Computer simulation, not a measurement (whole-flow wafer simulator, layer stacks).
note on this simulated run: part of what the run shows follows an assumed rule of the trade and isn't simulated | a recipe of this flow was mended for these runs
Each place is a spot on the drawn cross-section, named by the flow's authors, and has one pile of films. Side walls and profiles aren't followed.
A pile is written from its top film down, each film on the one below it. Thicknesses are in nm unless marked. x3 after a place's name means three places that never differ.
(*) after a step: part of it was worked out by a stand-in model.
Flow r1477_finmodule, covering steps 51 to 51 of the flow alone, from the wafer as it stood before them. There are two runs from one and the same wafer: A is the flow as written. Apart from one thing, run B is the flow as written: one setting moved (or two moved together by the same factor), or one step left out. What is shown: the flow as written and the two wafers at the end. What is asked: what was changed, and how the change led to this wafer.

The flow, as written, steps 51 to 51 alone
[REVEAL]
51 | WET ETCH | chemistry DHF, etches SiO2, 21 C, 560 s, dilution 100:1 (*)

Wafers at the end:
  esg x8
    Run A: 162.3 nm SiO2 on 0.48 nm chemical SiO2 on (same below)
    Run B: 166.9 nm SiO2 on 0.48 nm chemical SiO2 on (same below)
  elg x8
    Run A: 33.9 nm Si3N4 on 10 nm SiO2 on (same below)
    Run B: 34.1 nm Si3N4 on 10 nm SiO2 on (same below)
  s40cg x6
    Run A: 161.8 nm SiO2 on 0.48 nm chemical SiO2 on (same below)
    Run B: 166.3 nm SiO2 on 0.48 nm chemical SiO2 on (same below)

What caused this: step 51, WET ETCH: 470 s was run, whereas the flow has 560 s.

Step by step, how the change led to this:
  51 | WET ETCH | chemistry DHF, etches SiO2, 21 C, 560 s, dilution 100:1 (*)
      esg x8, s40cg x6, s40sg x6: A SiO2 loses 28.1 | B SiO2 loses 23.6
      pad x2: A SiO2 loses 30.5 | B SiO2 loses 25.6
